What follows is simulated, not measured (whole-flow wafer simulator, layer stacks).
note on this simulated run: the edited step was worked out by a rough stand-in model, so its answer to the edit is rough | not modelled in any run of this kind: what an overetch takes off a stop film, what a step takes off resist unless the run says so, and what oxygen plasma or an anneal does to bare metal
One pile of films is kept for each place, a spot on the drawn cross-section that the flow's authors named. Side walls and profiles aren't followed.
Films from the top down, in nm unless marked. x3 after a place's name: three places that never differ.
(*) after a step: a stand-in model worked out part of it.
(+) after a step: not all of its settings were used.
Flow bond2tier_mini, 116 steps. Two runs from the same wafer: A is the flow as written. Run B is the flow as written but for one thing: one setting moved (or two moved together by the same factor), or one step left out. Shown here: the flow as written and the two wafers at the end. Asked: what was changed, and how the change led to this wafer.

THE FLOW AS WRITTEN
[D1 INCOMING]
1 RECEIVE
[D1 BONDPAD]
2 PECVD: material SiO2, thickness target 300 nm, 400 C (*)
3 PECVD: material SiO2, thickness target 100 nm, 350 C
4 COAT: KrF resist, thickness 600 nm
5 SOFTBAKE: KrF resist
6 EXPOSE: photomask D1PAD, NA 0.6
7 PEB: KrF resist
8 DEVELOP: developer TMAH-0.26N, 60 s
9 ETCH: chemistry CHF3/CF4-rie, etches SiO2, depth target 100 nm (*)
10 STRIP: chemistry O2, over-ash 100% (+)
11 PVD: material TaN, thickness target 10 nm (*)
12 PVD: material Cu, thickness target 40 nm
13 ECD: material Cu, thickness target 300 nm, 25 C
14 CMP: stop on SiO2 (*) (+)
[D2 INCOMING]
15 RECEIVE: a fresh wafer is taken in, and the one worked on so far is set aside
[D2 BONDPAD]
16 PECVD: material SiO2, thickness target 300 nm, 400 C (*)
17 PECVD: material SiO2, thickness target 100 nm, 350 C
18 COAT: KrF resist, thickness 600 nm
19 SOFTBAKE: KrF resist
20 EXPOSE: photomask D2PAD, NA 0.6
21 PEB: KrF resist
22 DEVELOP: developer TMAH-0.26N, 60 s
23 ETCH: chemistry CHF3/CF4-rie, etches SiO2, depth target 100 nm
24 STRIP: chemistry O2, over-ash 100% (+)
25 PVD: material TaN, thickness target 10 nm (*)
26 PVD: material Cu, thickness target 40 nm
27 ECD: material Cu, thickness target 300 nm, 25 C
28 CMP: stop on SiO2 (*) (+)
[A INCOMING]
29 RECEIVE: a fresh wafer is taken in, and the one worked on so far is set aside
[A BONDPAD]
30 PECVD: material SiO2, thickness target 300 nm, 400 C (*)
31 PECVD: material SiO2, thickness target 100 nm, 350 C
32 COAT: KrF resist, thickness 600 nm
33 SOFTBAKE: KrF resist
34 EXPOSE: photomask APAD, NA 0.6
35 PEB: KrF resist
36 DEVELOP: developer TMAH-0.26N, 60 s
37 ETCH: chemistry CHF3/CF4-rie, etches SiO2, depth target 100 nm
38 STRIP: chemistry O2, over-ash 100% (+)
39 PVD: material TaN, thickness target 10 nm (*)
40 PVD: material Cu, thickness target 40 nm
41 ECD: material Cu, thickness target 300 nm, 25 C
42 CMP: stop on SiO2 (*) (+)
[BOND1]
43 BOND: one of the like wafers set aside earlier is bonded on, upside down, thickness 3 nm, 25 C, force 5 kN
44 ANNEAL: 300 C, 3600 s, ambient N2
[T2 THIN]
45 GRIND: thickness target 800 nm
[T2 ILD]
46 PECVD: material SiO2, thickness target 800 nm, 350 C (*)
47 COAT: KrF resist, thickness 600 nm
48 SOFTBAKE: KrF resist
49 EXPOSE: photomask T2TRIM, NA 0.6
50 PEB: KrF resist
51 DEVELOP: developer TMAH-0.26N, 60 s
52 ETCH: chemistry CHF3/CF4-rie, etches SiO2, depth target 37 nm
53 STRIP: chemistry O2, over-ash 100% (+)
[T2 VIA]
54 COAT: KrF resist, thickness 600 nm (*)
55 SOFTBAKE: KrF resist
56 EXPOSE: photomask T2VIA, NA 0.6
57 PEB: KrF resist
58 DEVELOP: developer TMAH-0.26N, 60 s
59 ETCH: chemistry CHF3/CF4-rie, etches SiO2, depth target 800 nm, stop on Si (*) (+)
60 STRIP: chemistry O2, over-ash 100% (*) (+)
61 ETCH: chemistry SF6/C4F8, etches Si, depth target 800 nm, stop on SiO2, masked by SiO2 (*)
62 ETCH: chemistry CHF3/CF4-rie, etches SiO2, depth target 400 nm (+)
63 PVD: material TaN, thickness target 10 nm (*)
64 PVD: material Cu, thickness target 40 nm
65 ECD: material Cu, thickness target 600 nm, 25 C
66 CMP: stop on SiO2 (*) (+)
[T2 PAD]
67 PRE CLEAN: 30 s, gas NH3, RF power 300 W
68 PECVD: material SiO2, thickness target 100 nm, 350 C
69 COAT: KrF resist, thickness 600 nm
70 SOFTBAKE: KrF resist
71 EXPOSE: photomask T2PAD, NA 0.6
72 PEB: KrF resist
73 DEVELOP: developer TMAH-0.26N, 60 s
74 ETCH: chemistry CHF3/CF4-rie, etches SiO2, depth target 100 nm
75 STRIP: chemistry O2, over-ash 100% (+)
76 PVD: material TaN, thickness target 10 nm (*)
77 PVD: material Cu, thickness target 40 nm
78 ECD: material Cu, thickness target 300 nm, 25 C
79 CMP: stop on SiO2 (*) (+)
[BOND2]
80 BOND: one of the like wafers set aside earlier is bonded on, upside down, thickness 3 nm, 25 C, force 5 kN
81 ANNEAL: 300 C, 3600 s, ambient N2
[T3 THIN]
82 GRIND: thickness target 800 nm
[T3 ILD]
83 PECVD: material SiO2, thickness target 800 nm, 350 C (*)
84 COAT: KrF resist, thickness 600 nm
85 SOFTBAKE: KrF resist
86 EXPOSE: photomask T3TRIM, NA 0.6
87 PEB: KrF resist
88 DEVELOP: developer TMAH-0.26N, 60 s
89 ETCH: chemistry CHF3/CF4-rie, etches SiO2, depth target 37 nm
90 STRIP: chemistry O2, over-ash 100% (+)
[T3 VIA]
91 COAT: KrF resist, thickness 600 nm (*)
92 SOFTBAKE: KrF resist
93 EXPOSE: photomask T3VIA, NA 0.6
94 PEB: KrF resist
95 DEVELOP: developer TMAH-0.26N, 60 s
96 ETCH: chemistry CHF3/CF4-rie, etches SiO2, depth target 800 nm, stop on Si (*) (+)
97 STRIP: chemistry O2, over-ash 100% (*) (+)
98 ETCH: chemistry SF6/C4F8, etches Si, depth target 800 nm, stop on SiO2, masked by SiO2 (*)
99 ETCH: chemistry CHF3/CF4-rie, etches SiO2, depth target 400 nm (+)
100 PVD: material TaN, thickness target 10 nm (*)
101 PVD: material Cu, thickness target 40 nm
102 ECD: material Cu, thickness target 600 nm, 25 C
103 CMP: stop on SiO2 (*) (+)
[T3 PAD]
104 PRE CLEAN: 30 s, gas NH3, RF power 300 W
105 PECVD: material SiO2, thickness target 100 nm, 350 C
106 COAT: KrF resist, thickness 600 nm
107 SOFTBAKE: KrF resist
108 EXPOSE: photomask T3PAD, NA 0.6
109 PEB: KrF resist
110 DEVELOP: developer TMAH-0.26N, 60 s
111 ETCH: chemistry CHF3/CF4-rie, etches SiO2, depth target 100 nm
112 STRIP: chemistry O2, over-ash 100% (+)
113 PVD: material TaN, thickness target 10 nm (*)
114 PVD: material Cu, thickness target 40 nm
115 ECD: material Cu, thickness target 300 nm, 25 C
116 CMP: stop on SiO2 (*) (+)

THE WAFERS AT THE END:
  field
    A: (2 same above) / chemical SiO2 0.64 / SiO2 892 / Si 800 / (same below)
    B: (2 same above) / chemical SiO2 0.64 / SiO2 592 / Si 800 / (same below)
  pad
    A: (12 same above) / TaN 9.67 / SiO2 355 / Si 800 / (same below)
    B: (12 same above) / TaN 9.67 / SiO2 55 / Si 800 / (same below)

The cause: step 46, PECVD: thickness target 500 nm was run, where the flow has thickness target 800 nm.

How the change led to this, step by step:
  46 PECVD: material SiO2, thickness target 800 nm, 350 C (*)
      field, pad, via: A SiO2 +800 (new film) | B SiO2 +500 (new film)
  59 ETCH: chemistry CHF3/CF4-rie, etches SiO2, depth target 800 nm, stop on Si (*) (+)
      field, pad: A KrF resist -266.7 | B KrF resist -231.5
      via: A SiO2 -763 (all of it) | B SiO2 -463 (all of it)
  60 STRIP: chemistry O2, over-ash 100% (*) (+)
      field: A KrF resist -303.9 (all of it) | B KrF resist -339.1 (all of it)
      pad: A KrF resist -336 (all of it) | B KrF resist -371.1 (all of it)
